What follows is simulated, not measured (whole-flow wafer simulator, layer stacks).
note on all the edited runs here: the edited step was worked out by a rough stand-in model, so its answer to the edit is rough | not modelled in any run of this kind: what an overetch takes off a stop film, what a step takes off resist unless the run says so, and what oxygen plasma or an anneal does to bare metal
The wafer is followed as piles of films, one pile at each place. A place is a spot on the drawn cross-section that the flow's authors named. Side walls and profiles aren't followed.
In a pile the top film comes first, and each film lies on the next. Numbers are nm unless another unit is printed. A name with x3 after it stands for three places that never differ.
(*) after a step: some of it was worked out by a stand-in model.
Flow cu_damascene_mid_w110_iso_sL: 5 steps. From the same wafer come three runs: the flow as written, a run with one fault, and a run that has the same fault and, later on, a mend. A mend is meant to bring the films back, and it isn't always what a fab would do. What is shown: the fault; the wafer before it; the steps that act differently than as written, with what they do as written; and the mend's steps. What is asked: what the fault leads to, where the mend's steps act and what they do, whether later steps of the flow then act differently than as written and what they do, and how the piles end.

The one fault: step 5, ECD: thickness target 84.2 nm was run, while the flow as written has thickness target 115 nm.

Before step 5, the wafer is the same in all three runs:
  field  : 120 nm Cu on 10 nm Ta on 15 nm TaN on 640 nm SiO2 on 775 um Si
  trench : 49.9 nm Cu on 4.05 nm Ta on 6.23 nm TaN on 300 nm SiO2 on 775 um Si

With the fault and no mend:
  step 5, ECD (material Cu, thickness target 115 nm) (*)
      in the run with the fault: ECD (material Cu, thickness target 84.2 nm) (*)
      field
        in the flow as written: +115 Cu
        in the run with the fault: +84.2 Cu
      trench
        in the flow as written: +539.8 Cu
        in the run with the fault: +509 Cu
  Later steps of the flow that are run all act as written at every place that is followed.
  By the end, the piles at field, trench depart from the flow's by more than 2% or 0.5 nm, whichever is larger.
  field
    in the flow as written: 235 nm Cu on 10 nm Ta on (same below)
    in the run with the fault: 204.2 nm Cu on 10 nm Ta on (same below)
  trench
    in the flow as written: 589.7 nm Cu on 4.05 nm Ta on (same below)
    in the run with the fault: 558.9 nm Cu on 4.05 nm Ta on (same below)

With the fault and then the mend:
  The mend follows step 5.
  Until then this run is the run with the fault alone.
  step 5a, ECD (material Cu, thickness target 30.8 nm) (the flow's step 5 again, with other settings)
      field, trench
        +30.8 Cu
  Later steps of the flow that are run all act as written at every place that is followed.
  The piles end the same as the flow's at every place that both follow.
